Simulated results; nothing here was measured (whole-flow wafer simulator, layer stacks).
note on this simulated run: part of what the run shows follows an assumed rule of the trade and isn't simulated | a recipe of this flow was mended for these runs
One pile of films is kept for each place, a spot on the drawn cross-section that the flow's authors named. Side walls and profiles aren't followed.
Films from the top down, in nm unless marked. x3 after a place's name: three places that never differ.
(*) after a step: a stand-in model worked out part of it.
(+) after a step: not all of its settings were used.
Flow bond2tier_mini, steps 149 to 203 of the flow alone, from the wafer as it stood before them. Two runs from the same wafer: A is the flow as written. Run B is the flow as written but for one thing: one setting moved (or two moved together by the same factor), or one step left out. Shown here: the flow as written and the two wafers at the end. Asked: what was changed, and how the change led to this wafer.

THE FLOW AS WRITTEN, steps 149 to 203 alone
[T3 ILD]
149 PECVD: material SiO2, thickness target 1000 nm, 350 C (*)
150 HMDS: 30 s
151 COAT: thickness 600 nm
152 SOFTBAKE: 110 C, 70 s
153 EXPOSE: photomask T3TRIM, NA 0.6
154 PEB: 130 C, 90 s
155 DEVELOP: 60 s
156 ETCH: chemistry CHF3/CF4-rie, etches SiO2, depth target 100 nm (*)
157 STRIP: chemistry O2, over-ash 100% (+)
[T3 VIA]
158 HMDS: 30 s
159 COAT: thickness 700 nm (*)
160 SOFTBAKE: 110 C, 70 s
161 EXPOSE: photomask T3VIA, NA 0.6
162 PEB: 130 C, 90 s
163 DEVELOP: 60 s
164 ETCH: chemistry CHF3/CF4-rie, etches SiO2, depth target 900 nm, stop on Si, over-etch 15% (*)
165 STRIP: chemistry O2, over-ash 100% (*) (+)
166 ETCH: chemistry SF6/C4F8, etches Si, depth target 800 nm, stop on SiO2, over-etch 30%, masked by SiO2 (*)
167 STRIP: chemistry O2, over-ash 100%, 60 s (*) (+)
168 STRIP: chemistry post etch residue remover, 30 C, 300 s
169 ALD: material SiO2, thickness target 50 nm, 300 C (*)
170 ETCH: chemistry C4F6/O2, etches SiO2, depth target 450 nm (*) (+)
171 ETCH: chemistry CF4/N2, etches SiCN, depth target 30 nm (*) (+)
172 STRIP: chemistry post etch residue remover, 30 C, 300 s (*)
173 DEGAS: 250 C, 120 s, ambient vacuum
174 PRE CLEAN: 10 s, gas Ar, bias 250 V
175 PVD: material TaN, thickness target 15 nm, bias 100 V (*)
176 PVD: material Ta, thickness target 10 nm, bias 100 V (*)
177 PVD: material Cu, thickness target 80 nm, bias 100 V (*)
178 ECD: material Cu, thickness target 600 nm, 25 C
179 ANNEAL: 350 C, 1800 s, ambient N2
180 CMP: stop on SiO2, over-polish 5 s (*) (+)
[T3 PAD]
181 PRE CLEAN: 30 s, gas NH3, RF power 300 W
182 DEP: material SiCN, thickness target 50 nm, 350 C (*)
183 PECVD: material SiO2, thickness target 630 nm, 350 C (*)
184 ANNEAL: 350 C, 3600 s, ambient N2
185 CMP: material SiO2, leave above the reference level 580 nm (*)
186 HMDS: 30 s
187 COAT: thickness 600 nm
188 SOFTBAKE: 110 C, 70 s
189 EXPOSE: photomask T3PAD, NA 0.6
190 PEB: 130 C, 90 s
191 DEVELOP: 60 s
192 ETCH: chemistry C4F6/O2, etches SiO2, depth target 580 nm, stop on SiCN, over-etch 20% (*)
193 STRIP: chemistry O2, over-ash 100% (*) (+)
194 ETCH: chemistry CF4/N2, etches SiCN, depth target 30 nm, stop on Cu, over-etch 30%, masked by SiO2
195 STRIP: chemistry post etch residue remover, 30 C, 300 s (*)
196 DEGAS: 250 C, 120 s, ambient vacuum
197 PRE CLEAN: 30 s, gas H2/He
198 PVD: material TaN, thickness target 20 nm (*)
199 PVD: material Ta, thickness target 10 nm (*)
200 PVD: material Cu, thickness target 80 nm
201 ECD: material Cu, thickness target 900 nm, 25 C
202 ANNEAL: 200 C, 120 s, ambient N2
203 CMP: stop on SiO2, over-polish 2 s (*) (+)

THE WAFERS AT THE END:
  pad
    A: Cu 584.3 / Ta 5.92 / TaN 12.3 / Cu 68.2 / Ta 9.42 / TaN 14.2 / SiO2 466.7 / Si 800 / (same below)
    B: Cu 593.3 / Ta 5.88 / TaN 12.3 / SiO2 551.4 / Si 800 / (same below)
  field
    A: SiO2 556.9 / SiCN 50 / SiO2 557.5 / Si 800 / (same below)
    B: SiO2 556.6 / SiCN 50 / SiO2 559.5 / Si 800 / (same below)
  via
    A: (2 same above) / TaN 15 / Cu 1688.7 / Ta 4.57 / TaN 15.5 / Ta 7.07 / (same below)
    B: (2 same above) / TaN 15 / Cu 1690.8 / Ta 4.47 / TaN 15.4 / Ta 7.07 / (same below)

The cause: step 156, ETCH: chemistry CHF3/CF4-rie, etches SiO2, depth target 100 nm (*), was left out.

How the change led to this, step by step:
  157 STRIP: chemistry O2, over-ash 100% (+)
      field: A thick-KrF-resist -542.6 (all of it) | B thick-KrF-resist -575.9 (all of it)
  159 COAT: thickness 700 nm (*)
      field: A thick-KrF-resist +656.8 (new film) | B thick-KrF-resist +700 (new film)
      pad: A thick-KrF-resist +744.9 (new film) | B thick-KrF-resist +700 (new film)
      (and at 1 more place)
  162 PEB: 130 C, 90 s
      field: A thick-KrF-resist -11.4 | B thick-KrF-resist -12.3
      pad: A thick-KrF-resist -13.2 | B thick-KrF-resist -12.3
      (and at 1 more place)
  163 DEVELOP: 60 s
      via: A thick-KrF-resist -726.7 (all of it) | B thick-KrF-resist -687.7 (all of it)
  164 ETCH: chemistry CHF3/CF4-rie, etches SiO2, depth target 900 nm, stop on Si, over-etch 15% (*)
      via: A SiO2 -900 (all of it), Si -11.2 | B SiO2 -1000 (all of it), Si -2.92
  165 STRIP: chemistry O2, over-ash 100% (*) (+)
      field: A thick-KrF-resist -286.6 (all of it) | B thick-KrF-resist -329 (all of it)
      pad: A thick-KrF-resist -372.9 (all of it) | B thick-KrF-resist -329 (all of it)
  175 PVD: material TaN, thickness target 15 nm, bias 100 V (*)
      pad: A TaN +14.2 (new film) | B TaN +15 (new film)
  176 PVD: material Ta, thickness target 10 nm, bias 100 V (*)
      pad: A Ta +9.42 (new film) | B Ta +10 (new film)
  177 PVD: material Cu, thickness target 80 nm, bias 100 V (*)
      pad: A Cu +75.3 (new film) | B Cu +80 (new film)
      via: A Cu +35 (new film) | B Cu +34.2 (new film)
  178 ECD: material Cu, thickness target 600 nm, 25 C
      pad: A Cu +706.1 | B Cu +600
  180 CMP: stop on SiO2, over-polish 5 s (*) (+)
      pad: A Cu -711.3 | B Cu -680 (all of it), Ta -10 (all of it), TaN -15 (all of it), SiO2 -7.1
      field: A Cu -680 (all of it), Ta -10 (all of it), TaN -15 (all of it), SiO2 -9.22 | B Cu -680 (all of it), Ta -10 (all of it), TaN -15 (all of it), SiO2 -7.1
  185 CMP: material SiO2, leave above the reference level 580 nm (*)
      pad: A SiO2 -50 | B SiO2 -47.4
  194 ETCH: chemistry CF4/N2, etches SiCN, depth target 30 nm, stop on Cu, over-etch 30%, masked by SiO2
      pad: A SiCN -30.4 (all of it), Cu -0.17 | B SiCN -30.9 (all of it), SiO2 -8.11
  195 STRIP: chemistry post etch residue remover, 30 C, 300 s (*)
      pad: A Cu -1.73 | B nothing
